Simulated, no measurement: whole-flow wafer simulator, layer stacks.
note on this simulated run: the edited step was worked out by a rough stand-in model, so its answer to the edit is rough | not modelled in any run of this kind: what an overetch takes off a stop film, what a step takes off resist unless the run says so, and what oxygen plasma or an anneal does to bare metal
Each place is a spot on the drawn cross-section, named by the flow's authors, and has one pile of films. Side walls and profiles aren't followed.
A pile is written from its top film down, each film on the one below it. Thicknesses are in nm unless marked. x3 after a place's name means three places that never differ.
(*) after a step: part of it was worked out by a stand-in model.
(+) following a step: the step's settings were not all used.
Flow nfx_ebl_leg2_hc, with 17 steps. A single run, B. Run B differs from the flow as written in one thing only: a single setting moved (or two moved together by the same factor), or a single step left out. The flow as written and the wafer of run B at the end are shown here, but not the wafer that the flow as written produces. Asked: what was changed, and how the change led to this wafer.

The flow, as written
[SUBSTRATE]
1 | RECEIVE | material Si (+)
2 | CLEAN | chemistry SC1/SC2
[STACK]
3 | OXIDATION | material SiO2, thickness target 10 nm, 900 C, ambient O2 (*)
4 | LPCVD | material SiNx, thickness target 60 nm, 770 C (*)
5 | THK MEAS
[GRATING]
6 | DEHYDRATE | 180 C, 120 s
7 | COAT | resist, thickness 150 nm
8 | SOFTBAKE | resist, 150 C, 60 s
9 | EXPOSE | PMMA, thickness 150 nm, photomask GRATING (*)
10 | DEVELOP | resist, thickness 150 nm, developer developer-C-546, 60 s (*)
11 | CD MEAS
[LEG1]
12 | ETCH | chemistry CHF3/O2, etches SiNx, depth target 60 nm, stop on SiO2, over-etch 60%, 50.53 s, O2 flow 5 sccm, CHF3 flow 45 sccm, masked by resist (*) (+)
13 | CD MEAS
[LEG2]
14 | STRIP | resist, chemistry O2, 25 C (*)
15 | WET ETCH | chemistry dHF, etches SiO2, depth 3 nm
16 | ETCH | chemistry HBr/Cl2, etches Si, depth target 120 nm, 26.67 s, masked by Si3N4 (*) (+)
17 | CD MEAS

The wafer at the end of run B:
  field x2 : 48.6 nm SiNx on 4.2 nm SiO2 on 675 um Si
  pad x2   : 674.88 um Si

What caused this: step 3, OXIDATION: thickness target 4.2 nm was run, whereas the flow has thickness target 10 nm.
One can read it off the wafer: field x2 has SiO2 4.2, and step 3 as written asks for 10 nm.

The path from the change to this, step by step:
  3 | OXIDATION | material SiO2, thickness target 10 nm, 900 C, ambient O2 (*)
      field x2, pad x2: SiO2 gains 4.2 (new film), chemical SiO2 loses 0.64 (all of it), Si loses 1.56 (as written it would have been: SiO2 gains 10 (new film), chemical SiO2 loses 0.64 (all of it), Si loses 4.12)
  12 | ETCH | chemistry CHF3/O2, etches SiNx, depth target 60 nm, stop on SiO2, over-etch 60%, 50.53 s, O2 flow 5 sccm, CHF3 flow 45 sccm, masked by resist (*) (+)
      pad x2: SiNx loses 60 (all of it), SiO2 loses 4.2 (all of it) (as written it would have been: SiNx loses 60 (all of it), SiO2 loses 10 (all of it))
